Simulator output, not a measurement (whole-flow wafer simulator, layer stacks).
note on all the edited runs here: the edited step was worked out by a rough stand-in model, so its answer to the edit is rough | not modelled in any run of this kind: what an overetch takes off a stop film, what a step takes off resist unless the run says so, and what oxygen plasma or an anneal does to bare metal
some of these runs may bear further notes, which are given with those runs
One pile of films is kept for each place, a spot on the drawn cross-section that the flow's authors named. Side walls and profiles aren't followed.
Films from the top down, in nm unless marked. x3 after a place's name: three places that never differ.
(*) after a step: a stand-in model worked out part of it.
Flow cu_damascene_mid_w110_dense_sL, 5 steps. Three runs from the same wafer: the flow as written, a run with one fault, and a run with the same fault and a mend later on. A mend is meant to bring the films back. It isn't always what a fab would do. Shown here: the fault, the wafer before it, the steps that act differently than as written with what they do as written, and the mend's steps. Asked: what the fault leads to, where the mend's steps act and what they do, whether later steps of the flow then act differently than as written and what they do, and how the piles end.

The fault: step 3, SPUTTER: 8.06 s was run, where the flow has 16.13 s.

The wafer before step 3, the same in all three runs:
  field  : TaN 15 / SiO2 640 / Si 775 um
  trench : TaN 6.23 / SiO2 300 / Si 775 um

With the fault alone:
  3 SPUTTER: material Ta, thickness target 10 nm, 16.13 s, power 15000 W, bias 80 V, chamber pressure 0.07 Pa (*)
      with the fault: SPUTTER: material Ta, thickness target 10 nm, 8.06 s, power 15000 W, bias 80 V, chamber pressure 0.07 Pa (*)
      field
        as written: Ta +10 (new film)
        with the fault: Ta +5 (new film)
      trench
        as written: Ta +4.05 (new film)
        with the fault: Ta +2.02 (new film)
  No later step of the flow acts differently than as written, at any place that is followed, by more than 2% or 0.5 nm, whichever is larger.
  At the end the piles differ from the flow's by more than 2% or 0.5 nm, whichever is larger, at field, trench.
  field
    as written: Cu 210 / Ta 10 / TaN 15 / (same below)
    with the fault: Cu 210 / Ta 5 / TaN 15 / (same below)
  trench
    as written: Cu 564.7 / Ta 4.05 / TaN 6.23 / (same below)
    with the fault: Cu 561.7 / Ta 2.02 / TaN 6.23 / (same below)

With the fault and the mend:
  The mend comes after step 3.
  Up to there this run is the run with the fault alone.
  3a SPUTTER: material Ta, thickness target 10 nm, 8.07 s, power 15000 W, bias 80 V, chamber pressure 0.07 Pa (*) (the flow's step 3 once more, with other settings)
      field
        Ta +5
      trench
        Ta +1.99
  No later step of the flow acts differently than as written at any place that is followed.
  At the end the piles differ from the flow's only slightly at the places that both follow, by at most 2% or 0.5 nm, whichever is larger.
